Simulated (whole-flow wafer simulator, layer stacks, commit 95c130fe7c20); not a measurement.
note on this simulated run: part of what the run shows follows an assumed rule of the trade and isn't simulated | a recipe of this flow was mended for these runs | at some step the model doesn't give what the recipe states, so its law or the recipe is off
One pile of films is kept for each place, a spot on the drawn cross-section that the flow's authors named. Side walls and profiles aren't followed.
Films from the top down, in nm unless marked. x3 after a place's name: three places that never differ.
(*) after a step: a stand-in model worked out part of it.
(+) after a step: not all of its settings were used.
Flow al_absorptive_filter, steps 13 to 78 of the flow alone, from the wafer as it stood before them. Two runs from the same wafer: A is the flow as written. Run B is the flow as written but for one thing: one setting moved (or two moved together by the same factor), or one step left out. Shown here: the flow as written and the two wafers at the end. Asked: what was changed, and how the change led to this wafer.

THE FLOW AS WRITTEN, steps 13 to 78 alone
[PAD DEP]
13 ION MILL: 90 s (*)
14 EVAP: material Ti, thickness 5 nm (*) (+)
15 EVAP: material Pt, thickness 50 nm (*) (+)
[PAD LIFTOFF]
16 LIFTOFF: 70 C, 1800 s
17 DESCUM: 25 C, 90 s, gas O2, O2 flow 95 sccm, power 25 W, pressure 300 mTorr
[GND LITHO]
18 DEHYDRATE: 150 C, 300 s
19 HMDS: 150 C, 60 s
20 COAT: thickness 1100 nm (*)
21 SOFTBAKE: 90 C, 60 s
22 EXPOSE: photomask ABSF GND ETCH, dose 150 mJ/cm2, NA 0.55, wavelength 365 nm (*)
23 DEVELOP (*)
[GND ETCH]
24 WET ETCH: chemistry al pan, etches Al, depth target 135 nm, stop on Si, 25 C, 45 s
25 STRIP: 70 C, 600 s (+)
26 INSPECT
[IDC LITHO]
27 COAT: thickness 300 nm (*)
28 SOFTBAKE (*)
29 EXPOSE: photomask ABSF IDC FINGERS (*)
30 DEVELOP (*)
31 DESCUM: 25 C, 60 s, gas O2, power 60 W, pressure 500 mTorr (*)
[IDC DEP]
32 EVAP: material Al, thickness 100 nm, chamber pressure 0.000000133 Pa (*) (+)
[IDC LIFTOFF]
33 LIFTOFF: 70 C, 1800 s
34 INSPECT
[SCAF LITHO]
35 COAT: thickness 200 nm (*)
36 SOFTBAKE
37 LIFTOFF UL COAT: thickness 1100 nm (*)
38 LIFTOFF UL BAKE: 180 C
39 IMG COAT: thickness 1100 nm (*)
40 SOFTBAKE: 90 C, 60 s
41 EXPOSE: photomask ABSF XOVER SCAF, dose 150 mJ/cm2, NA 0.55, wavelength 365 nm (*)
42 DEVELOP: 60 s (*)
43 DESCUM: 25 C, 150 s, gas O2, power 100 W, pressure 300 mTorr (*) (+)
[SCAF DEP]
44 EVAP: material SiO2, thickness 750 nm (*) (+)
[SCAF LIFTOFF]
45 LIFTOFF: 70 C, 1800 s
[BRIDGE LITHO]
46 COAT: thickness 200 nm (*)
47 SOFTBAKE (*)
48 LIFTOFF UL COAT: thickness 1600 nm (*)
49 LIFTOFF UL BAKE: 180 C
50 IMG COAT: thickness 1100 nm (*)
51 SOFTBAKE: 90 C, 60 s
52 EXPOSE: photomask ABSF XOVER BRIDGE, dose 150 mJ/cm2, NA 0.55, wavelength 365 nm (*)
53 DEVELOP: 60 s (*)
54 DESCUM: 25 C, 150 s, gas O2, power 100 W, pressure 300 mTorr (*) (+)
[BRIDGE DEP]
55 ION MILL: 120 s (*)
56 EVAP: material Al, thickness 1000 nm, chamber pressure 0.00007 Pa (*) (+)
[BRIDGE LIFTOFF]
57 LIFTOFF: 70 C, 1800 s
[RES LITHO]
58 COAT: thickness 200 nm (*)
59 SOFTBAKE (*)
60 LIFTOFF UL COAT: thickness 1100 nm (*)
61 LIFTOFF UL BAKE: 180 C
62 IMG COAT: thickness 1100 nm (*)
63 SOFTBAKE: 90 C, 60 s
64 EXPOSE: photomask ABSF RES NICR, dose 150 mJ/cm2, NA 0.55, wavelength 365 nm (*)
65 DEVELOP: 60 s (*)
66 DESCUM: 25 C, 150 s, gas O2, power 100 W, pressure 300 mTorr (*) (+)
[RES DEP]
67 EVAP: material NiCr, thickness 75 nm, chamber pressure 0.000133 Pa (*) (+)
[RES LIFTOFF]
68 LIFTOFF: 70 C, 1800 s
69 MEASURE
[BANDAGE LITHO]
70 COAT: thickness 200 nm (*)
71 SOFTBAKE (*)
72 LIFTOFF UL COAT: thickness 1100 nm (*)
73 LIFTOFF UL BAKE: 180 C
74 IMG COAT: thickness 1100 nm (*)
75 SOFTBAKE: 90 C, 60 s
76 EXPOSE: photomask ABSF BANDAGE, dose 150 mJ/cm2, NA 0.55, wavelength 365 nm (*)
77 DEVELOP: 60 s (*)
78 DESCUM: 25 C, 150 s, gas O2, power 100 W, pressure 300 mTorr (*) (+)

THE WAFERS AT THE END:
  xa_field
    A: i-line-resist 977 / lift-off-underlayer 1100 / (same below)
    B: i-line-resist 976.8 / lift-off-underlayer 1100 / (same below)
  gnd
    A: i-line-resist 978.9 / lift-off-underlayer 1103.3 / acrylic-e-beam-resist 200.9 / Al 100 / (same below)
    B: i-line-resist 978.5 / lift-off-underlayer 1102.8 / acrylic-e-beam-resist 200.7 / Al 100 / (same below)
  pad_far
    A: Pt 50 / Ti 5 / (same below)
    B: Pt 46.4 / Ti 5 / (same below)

The cause: step 15, EVAP: thickness 46.4 nm was run, where the flow has thickness 50 nm.
It can be read off the wafer: pad_far has Pt 46.4, and step 15 as written asks for 50 nm.

How the change led to this, step by step:
  15 EVAP: material Pt, thickness 50 nm (*) (+)
      gnd, pad_far, pad_near and 11 more: A Pt +50 (new film) | B Pt +46.4 (new film)
  16 LIFTOFF: 70 C, 1800 s
      gnd, ledge, res and 9 more: A Pt -50 (all of it), Ti -5 (all of it), i-line-resist -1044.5 (all of it), lift-off-underlayer -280 (all of it) | B Pt -46.4 (all of it), Ti -5 (all of it), i-line-resist -1044.5 (all of it), lift-off-underlayer -280 (all of it)
